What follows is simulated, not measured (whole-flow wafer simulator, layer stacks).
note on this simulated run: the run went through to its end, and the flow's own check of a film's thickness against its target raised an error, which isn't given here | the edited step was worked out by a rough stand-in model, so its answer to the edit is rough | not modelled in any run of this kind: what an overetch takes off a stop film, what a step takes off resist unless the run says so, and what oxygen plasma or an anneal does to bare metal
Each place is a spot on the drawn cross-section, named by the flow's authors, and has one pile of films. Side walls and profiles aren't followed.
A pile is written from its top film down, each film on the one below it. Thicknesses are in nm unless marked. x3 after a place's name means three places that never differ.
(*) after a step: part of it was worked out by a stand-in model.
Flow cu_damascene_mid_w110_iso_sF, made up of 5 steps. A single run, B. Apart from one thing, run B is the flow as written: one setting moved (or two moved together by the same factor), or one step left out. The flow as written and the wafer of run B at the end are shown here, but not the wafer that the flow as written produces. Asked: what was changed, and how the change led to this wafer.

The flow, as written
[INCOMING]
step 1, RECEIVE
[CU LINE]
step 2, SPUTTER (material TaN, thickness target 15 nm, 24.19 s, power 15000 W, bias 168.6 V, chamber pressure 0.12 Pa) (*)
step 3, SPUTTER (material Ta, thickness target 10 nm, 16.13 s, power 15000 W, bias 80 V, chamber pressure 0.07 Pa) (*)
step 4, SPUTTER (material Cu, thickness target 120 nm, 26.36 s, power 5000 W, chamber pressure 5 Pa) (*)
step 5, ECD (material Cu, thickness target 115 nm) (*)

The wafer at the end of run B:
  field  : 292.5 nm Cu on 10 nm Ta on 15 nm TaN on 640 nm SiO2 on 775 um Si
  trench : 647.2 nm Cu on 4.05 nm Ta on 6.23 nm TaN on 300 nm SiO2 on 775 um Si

What caused this: step 5, ECD: thickness target 172.5 nm was run, whereas the flow has thickness target 115 nm.

The path from the change to this, step by step:
  step 5, ECD (material Cu, thickness target 115 nm) (*)
      field: +172.5 Cu (in the flow as written it would be: +115 Cu)
      trench: +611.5 Cu (in the flow as written it would be: +554 Cu)
